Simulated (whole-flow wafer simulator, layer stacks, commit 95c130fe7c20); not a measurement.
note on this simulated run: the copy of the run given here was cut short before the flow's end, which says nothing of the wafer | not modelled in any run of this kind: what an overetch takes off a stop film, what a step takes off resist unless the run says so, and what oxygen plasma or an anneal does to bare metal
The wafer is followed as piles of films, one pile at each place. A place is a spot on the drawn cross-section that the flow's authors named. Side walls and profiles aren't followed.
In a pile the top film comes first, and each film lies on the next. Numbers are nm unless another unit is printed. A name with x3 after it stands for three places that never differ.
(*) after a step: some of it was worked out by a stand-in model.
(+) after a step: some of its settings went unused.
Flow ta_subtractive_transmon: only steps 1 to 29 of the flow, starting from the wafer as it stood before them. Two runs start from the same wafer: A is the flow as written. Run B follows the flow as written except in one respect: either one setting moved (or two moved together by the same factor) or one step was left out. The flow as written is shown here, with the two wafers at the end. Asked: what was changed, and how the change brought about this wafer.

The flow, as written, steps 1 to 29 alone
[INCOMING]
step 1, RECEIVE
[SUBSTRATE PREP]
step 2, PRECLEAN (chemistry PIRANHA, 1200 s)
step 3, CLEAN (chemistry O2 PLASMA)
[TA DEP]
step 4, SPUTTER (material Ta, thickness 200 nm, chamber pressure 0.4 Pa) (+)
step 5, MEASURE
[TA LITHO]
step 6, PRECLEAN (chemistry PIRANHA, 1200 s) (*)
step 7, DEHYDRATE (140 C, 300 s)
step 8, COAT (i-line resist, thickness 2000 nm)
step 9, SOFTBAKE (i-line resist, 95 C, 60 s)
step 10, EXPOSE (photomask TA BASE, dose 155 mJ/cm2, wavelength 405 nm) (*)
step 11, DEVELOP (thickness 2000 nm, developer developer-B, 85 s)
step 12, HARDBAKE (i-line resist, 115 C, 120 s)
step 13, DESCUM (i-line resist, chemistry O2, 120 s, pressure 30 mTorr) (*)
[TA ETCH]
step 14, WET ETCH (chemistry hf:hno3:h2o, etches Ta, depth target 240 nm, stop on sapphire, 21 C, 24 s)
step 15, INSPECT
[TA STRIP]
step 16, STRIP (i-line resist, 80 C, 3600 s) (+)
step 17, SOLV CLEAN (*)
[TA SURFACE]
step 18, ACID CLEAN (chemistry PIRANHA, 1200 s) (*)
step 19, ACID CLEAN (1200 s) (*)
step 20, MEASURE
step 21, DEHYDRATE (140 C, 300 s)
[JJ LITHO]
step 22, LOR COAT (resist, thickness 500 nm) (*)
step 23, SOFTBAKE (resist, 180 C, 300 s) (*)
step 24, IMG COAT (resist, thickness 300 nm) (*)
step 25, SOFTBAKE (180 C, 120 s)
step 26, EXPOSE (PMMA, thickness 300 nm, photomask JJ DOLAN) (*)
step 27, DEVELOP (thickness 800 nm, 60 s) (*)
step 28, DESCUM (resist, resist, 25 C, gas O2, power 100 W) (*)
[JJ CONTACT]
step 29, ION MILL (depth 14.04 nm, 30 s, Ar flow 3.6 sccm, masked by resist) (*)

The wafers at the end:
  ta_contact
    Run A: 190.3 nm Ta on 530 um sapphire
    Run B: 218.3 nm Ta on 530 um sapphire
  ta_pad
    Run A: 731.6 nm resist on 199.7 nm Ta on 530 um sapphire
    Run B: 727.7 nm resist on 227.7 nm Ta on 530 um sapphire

Cause: step 4, SPUTTER: thickness 228 nm was run, while the flow as written has thickness 200 nm.

How this came from the change, step by step:
  step 4, SPUTTER (material Ta, thickness 200 nm, chamber pressure 0.4 Pa) (+)
      field x2, jj_line, lead, ta_contact, ta_pad: A +200 Ta (new film) | B +228 Ta (new film)
  step 14, WET ETCH (chemistry hf:hno3:h2o, etches Ta, depth target 240 nm, stop on sapphire, 21 C, 24 s)
      field x2, jj_line, lead: A -200 Ta (all of it) | B -228 Ta (all of it)
